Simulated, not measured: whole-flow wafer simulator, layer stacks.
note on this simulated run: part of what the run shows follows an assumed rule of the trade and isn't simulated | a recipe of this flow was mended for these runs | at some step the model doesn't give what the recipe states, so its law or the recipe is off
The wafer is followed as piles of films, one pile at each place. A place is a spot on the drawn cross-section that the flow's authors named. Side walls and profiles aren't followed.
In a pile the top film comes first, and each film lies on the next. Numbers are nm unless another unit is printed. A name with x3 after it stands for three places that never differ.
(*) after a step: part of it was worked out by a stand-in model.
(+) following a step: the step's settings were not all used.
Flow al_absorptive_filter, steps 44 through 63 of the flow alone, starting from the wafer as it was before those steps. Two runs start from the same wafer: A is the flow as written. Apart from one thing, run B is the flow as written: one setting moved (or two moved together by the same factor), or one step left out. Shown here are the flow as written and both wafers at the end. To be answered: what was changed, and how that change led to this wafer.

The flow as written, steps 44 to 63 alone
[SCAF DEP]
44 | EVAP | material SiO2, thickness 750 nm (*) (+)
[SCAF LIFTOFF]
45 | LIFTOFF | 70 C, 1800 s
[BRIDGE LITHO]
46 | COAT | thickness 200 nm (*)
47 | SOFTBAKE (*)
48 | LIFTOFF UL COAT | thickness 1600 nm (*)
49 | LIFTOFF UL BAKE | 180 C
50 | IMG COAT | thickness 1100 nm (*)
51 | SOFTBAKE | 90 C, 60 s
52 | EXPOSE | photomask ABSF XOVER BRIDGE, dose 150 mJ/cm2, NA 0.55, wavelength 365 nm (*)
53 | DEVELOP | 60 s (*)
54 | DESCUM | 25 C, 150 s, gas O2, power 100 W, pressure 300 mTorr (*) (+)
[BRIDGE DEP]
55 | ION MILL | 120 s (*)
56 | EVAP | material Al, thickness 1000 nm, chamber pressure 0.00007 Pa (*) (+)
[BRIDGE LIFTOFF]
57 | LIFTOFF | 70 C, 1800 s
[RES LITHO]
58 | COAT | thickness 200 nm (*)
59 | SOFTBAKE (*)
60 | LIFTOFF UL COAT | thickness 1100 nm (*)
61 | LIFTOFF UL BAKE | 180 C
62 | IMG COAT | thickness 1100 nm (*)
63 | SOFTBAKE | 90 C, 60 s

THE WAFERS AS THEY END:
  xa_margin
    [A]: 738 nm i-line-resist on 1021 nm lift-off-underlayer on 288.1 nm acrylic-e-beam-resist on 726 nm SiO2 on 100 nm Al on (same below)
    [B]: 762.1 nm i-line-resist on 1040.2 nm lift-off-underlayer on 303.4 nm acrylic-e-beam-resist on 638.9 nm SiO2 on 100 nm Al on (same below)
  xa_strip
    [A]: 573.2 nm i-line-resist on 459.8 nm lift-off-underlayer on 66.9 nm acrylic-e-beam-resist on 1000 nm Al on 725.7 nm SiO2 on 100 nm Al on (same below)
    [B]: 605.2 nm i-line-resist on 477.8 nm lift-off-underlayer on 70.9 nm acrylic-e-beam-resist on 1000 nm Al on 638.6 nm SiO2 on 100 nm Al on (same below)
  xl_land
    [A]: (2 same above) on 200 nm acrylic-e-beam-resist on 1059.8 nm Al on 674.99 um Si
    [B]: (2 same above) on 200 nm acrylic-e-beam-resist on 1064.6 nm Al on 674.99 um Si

What caused this: step 44, EVAP: thickness 660 nm was run, whereas the flow has thickness 750 nm; step 55, ION MILL: 105.6 s was run, where the flow has 120 s.

The path from the change to this, step by step:
  44 | EVAP | material SiO2, thickness 750 nm (*) (+)
      gnd, pad_far, pad_near and 10 more: A +750 SiO2 (new film) | B +660 SiO2 (new film)
      xa_margin: A +726 SiO2 (new film) | B +638.9 SiO2 (new film)
  45 | LIFTOFF | 70 C, 1800 s
      gnd, xa_field, xl_land, idc_field: A -750 SiO2 (all of it), -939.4 i-line-resist (all of it), -1100 lift-off-underlayer (all of it), -200 acrylic-e-beam-resist (all of it) | B -660 SiO2 (all of it), -939.4 i-line-resist (all of it), -1100 lift-off-underlayer (all of it), -200 acrylic-e-beam-resist (all of it)
      pad_far: A -750 SiO2 (all of it), -937 i-line-resist (all of it), -1092.7 lift-off-underlayer (all of it), -198.5 acrylic-e-beam-resist (all of it) | B -660 SiO2 (all of it), -937 i-line-resist (all of it), -1092.7 lift-off-underlayer (all of it), -198.5 acrylic-e-beam-resist (all of it)
      (and at 5 other places as well)
  46 | COAT | thickness 200 nm (*)
      xa_margin: A +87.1 acrylic-e-beam-resist (new film) | B +90.1 acrylic-e-beam-resist (new film)
      xa_strip: A +156.7 acrylic-e-beam-resist (new film) | B +164 acrylic-e-beam-resist (new film)
      (and at 2 other places as well)
  48 | LIFTOFF UL COAT | thickness 1600 nm (*)
      xa_margin: A +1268 lift-off-underlayer (new film) | B +1313 lift-off-underlayer (new film)
      xa_strip: A +1219 lift-off-underlayer (new film) | B +1256.5 lift-off-underlayer (new film)
      (and at 2 other places as well)
  50 | IMG COAT | thickness 1100 nm (*)
      xa_strip: A +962 i-line-resist (new film) | B +981.9 i-line-resist (new film)
  53 | DEVELOP | 60 s (*)
      xa_strip: A -960.1 i-line-resist (all of it), -1219 lift-off-underlayer (all of it) | B -980.2 i-line-resist (all of it), -1256.5 lift-off-underlayer (all of it)
      xl_gap: A -1001.2 i-line-resist (all of it), -1316.9 lift-off-underlayer (all of it) | B -1016.5 i-line-resist (all of it), -1361.1 lift-off-underlayer (all of it)
      (and at 1 other place as well)
  54 | DESCUM | 25 C, 150 s, gas O2, power 100 W, pressure 300 mTorr (*) (+)
      xa_strip: A -156.7 acrylic-e-beam-resist (all of it) | B -164 acrylic-e-beam-resist (all of it)
      xl_gap: A -97.9 acrylic-e-beam-resist (all of it) | B -105.4 acrylic-e-beam-resist (all of it)
      (and at 1 other place as well)
  55 | ION MILL | 120 s (*)
      gnd, pad_far, pad_near and 7 more: A -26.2 i-line-resist | B -23 i-line-resist
      xa_strip, xl_gap, xl_turn: A -24.3 SiO2 | B -21.4 SiO2
      (and at 1 other place as well)
  57 | LIFTOFF | 70 C, 1800 s
      xa_margin: A -1000 Al (all of it), -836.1 i-line-resist (all of it), -1268 lift-off-underlayer (all of it), -87.1 acrylic-e-beam-resist (all of it) | B -1000 Al (all of it), -855.9 i-line-resist (all of it), -1313 lift-off-underlayer (all of it), -90.1 acrylic-e-beam-resist (all of it)
  58 | COAT | thickness 200 nm (*)
      xa_margin: A +288.1 acrylic-e-beam-resist (new film) | B +303.4 acrylic-e-beam-resist (new film)
      xa_strip: A +66.9 acrylic-e-beam-resist (new film) | B +70.9 acrylic-e-beam-resist (new film)
      (and at 2 other places as well)
  60 | LIFTOFF UL COAT | thickness 1100 nm (*)
      xa_strip: A +459.8 lift-off-underlayer (new film) | B +477.8 lift-off-underlayer (new film)
      xl_gap: A +831.4 lift-off-underlayer (new film) | B +871.3 lift-off-underlayer (new film)
      (and at 1 other place as well)
  62 | IMG COAT | thickness 1100 nm (*)
      xa_margin: A +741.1 i-line-resist (new film) | B +765 i-line-resist (new film)
      xa_strip: A +577.9 i-line-resist (new film) | B +609.9 i-line-resist (new film)
      (and at 2 other places as well)
